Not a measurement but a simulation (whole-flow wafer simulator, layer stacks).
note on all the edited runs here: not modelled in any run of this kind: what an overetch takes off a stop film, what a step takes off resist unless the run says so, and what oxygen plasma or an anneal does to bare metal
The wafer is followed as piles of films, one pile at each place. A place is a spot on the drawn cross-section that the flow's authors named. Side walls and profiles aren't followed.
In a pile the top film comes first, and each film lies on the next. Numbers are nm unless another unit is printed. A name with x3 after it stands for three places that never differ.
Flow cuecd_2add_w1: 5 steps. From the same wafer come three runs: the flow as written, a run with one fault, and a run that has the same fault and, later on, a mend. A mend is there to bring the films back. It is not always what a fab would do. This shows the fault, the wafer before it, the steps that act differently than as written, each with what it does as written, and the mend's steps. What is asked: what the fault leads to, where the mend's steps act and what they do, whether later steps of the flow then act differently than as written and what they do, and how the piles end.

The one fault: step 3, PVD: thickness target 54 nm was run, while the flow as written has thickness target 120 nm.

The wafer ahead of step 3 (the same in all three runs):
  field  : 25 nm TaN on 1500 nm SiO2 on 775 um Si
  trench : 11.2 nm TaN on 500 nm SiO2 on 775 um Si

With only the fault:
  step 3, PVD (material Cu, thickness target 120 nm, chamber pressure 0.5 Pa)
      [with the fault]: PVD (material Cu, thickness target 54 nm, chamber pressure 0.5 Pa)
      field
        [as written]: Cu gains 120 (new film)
        [with the fault]: Cu gains 54 (new film)
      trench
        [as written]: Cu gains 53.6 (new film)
        [with the fault]: Cu gains 24.6 (new film)
  None of the later steps of the flow differs from how it acts as written, at any place that is followed, by more than 2% or 0.5 nm, whichever is larger.
  The piles end different from the flow's at field, trench by more than 2% or 0.5 nm, whichever is larger.
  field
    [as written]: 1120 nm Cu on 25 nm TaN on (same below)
    [with the fault]: 1054 nm Cu on 25 nm TaN on (same below)
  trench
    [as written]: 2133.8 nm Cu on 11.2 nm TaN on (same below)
    [with the fault]: 2067.8 nm Cu on 11.2 nm TaN on (same below)

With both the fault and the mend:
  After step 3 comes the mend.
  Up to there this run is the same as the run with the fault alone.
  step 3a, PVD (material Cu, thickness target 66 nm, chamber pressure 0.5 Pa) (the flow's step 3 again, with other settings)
      field
        Cu gains 66
      trench
        Cu gains 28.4
  None of the later steps of the flow differs from how it acts as written, at any place that is followed, by more than 2% or 0.5 nm, whichever is larger.
  The piles end the same as the flow's at every place that both follow.
